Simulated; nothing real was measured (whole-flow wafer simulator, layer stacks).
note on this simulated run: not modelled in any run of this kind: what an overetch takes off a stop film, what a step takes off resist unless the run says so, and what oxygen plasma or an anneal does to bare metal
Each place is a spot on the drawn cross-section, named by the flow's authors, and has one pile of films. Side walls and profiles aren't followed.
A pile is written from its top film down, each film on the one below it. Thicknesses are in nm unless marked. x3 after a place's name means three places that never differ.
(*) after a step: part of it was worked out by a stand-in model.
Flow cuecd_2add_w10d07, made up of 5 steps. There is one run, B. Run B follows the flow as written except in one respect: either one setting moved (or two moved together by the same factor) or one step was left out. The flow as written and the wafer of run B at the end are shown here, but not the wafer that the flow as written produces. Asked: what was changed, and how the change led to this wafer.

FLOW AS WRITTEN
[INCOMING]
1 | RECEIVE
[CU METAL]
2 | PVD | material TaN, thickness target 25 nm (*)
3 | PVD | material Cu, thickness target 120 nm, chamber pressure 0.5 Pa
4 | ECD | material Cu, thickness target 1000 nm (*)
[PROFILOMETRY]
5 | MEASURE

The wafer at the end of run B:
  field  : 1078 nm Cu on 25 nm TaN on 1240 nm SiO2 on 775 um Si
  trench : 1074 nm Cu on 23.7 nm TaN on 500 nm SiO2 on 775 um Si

What caused this: step 3, PVD: thickness target 78 nm was run, though the flow has thickness target 120 nm.

How this came from the change, step by step:
  3 | PVD | material Cu, thickness target 120 nm, chamber pressure 0.5 Pa
      field: +78 Cu (new film) (it would be, as written: +120 Cu (new film))
      trench: +74 Cu (new film) (it would be, as written: +114 Cu (new film))
